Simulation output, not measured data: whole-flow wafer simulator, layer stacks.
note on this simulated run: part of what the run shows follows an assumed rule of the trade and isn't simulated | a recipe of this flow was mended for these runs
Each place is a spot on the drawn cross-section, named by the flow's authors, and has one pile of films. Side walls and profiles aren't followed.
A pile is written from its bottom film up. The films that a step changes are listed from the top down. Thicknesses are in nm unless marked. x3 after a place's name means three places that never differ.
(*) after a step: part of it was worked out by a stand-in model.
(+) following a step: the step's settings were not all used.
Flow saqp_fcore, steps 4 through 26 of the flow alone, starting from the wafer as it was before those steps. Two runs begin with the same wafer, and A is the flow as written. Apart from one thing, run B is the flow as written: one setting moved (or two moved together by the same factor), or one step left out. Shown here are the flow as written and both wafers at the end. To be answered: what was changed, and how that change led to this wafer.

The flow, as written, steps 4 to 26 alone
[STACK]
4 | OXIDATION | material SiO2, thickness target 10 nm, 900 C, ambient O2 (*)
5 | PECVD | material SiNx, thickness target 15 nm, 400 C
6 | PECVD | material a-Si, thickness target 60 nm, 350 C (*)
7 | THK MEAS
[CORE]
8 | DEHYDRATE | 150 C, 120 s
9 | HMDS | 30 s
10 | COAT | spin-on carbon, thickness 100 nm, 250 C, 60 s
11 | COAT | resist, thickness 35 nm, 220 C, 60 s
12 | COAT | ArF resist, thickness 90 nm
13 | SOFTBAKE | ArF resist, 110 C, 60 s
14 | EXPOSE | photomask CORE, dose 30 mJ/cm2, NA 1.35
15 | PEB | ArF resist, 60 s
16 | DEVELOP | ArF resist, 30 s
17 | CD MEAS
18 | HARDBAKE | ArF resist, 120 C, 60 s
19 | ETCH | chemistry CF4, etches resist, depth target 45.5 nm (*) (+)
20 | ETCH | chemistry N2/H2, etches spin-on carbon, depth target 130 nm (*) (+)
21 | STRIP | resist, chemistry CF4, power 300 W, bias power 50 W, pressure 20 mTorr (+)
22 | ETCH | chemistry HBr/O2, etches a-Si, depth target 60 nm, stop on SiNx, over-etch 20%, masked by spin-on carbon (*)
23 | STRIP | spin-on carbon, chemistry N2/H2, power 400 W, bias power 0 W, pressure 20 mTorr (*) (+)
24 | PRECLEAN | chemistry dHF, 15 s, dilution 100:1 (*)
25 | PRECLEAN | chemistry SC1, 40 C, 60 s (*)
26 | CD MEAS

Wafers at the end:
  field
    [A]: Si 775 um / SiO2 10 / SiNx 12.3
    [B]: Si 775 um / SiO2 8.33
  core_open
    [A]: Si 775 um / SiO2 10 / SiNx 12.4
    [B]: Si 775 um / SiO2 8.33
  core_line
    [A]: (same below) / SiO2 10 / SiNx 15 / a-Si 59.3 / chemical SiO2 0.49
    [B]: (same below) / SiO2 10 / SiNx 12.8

The reason: step 6, PECVD: material a-Si, thickness target 60 nm, 350 C (*), was not run.

Step by step, how the change led to this:
  20 | ETCH | chemistry N2/H2, etches spin-on carbon, depth target 130 nm (*) (+)
      field, core_open: A -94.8 spin-on carbon (all of it), -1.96 a-Si | B -94.8 spin-on carbon (all of it), -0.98 SiNx
  21 | STRIP | resist, chemistry CF4, power 300 W, bias power 50 W, pressure 20 mTorr (+)
      field: A -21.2 a-Si | B -14 SiNx (all of it)
      core_open: A -18.7 a-Si | B -14 SiNx (all of it)
  22 | ETCH | chemistry HBr/O2, etches a-Si, depth target 60 nm, stop on SiNx, over-etch 20%, masked by spin-on carbon (*)
      field: A -36.8 a-Si (all of it), -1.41 SiNx | B -1 SiO2
      core_open: A -39.4 a-Si (all of it), -1.3 SiNx | B -1 SiO2
      (as well as at 1 more place)
  23 | STRIP | spin-on carbon, chemistry N2/H2, power 400 W, bias power 0 W, pressure 20 mTorr (*) (+)
      core_line: A -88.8 spin-on carbon (all of it) | B -83.8 spin-on carbon (all of it)
  24 | PRECLEAN | chemistry dHF, 15 s, dilution 100:1 (*)
      field, core_open: A -1.31 SiNx | B -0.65 SiO2
      core_line: A nothing | B -2.25 SiNx
  25 | PRECLEAN | chemistry SC1, 40 C, 60 s (*)
      core_line: A +0.49 chemical SiO2 (new film), -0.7 a-Si | B nothing
